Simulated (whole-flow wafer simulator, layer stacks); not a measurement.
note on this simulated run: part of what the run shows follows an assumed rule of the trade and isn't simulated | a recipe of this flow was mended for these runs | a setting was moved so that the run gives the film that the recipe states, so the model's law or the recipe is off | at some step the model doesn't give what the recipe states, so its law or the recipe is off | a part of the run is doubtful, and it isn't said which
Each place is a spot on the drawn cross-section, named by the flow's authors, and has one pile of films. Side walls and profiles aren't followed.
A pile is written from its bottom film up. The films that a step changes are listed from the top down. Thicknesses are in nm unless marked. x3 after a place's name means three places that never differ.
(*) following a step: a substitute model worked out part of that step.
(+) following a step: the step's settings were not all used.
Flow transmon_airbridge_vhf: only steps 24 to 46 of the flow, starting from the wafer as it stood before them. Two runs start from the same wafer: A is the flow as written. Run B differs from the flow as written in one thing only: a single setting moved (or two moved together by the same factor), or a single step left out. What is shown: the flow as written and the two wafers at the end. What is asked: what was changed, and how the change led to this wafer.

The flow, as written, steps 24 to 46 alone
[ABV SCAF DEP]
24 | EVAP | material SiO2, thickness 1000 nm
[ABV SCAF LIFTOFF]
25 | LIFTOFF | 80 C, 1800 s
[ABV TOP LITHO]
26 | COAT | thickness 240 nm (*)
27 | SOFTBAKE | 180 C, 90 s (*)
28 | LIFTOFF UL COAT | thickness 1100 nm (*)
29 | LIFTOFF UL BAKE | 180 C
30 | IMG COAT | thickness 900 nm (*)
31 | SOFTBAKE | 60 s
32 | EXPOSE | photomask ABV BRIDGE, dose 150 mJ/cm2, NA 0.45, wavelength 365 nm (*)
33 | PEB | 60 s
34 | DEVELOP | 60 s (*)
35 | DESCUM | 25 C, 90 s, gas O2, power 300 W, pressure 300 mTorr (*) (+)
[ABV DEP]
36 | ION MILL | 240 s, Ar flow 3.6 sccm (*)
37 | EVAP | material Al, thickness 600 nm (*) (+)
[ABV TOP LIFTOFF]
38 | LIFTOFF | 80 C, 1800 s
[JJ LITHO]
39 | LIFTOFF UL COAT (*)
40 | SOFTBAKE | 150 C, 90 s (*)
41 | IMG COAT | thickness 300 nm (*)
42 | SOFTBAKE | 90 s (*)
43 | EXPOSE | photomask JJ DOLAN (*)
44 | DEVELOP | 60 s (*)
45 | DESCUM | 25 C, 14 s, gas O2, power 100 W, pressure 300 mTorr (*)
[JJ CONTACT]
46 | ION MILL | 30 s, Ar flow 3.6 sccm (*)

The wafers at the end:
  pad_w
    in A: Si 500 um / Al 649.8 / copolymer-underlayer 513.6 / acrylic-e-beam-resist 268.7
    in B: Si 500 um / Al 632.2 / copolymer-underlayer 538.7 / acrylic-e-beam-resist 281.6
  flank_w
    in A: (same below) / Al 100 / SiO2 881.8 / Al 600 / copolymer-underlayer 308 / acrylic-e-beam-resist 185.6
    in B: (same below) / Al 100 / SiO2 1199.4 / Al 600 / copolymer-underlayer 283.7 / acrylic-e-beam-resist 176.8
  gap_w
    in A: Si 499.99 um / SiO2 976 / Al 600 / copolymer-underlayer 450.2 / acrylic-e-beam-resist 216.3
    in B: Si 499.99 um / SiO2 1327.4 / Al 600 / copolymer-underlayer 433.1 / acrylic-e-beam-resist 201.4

The reason: step 24, EVAP: thickness 1360 nm was run, whereas the flow has thickness 1000 nm; step 36, ION MILL: 326 s was run, where the flow has 240 s.

How this came from the change, step by step:
  24 | EVAP | material SiO2, thickness 1000 nm
      field x3, jj_line, ground_far and 10 more: A +1000 SiO2 (new film) | B +1360 SiO2 (new film)
      flank_w, flank_e: A +905.8 SiO2 (new film) | B +1231.9 SiO2 (new film)
  25 | LIFTOFF | 80 C, 1800 s
      field x3, jj_line, trace_open_s x2: A -1000 SiO2 (all of it), -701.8 i-line-resist (all of it), -1100 lift-off-underlayer (all of it), -240 acrylic-e-beam-resist (all of it) | B -1360 SiO2 (all of it), -701.8 i-line-resist (all of it), -1100 lift-off-underlayer (all of it), -240 acrylic-e-beam-resist (all of it)
      pad_w, pad_e: A -1000 SiO2 (all of it), -696.3 i-line-resist (all of it), -1089.9 lift-off-underlayer (all of it), -239.3 acrylic-e-beam-resist (all of it) | B -1360 SiO2 (all of it), -696.3 i-line-resist (all of it), -1089.9 lift-off-underlayer (all of it), -239.3 acrylic-e-beam-resist (all of it)
      (and at 1 other place as well)
  26 | COAT | thickness 240 nm (*)
      flank_w, flank_e: A +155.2 acrylic-e-beam-resist (new film) | B +144.2 acrylic-e-beam-resist (new film)
      gap_w, gap_e: A +211.2 acrylic-e-beam-resist (new film) | B +195.3 acrylic-e-beam-resist (new film)
      (and at 6 other places as well)
  28 | LIFTOFF UL COAT | thickness 1100 nm (*)
      gap_w, gap_e: A +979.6 lift-off-underlayer (new film) | B +931.6 lift-off-underlayer (new film)
      margin_s, margin_n: A +823.4 lift-off-underlayer (new film) | B +744.6 lift-off-underlayer (new film)
      (and at 6 other places as well)
  30 | IMG COAT | thickness 900 nm (*)
      gap_w, gap_e: A +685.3 i-line-resist (new film) | B +605 i-line-resist (new film)
      margin_s, margin_n: A +603.2 i-line-resist (new film) | B +490.4 i-line-resist (new film)
      (and at 7 other places as well)
  33 | PEB | 60 s
      flank_w, flank_e: A -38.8 i-line-resist | B -35.1 i-line-resist
      gap_w, gap_e: A -35 i-line-resist | B -30.8 i-line-resist
      (and at 7 other places as well)
  34 | DEVELOP | 60 s (*)
      gap_w, gap_e: A -650.2 i-line-resist (all of it), -979.6 lift-off-underlayer (all of it) | B -574.2 i-line-resist (all of it), -931.6 lift-off-underlayer (all of it)
      pad_w: A -937.3 i-line-resist (all of it), -1246.2 lift-off-underlayer (all of it) | B -967.8 i-line-resist (all of it), -1301.2 lift-off-underlayer (all of it)
      (and at 5 other places as well)
  35 | DESCUM | 25 C, 90 s, gas O2, power 300 W, pressure 300 mTorr (*) (+)
      field x3, jj_line, ground_far, trace_open_s x2, margin_s, margin_n: A -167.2 i-line-resist | B -175.5 i-line-resist
      flank_w, flank_e: A -155.2 acrylic-e-beam-resist (all of it) | B -144.2 acrylic-e-beam-resist (all of it)
      (and at 6 other places as well)
  36 | ION MILL | 240 s, Ar flow 3.6 sccm (*)
      field x3, jj_line, ground_far, trace_open_s x2, margin_s, margin_n: A -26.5 i-line-resist | B -36 i-line-resist
      flank_w, gap_w, cpw_trace, gap_e, flank_e, bridge_strip: A -24 SiO2 | B -32.6 SiO2
      (and at 2 other places as well)
  38 | LIFTOFF | 80 C, 1800 s
      field x3, jj_line, trace_open_s x2: A -600 Al (all of it), -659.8 i-line-resist (all of it), -1100 lift-off-underlayer (all of it), -240 acrylic-e-beam-resist (all of it) | B -600 Al (all of it), -642 i-line-resist (all of it), -1100 lift-off-underlayer (all of it), -240 acrylic-e-beam-resist (all of it)
      margin_s, margin_n: A -600 Al (all of it), -378.2 i-line-resist (all of it), -823.4 lift-off-underlayer (all of it), -168.6 acrylic-e-beam-resist (all of it) | B -600 Al (all of it), -253.6 i-line-resist (all of it), -744.6 lift-off-underlayer (all of it), -148.6 acrylic-e-beam-resist (all of it)
      (and at 1 other place as well)
  39 | LIFTOFF UL COAT (*)
      pad_w, pad_e: A +513.6 copolymer-underlayer (new film) | B +538.7 copolymer-underlayer (new film)
      flank_w, flank_e: A +308 copolymer-underlayer (new film) | B +283.7 copolymer-underlayer (new film)
      (and at 6 other places as well)
  41 | IMG COAT | thickness 300 nm (*)
      pad_w, pad_e: A +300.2 acrylic-e-beam-resist (new film) | B +313.1 acrylic-e-beam-resist (new film)
      flank_w, flank_e: A +217.1 acrylic-e-beam-resist (new film) | B +208.4 acrylic-e-beam-resist (new film)
      (and at 6 other places as well)
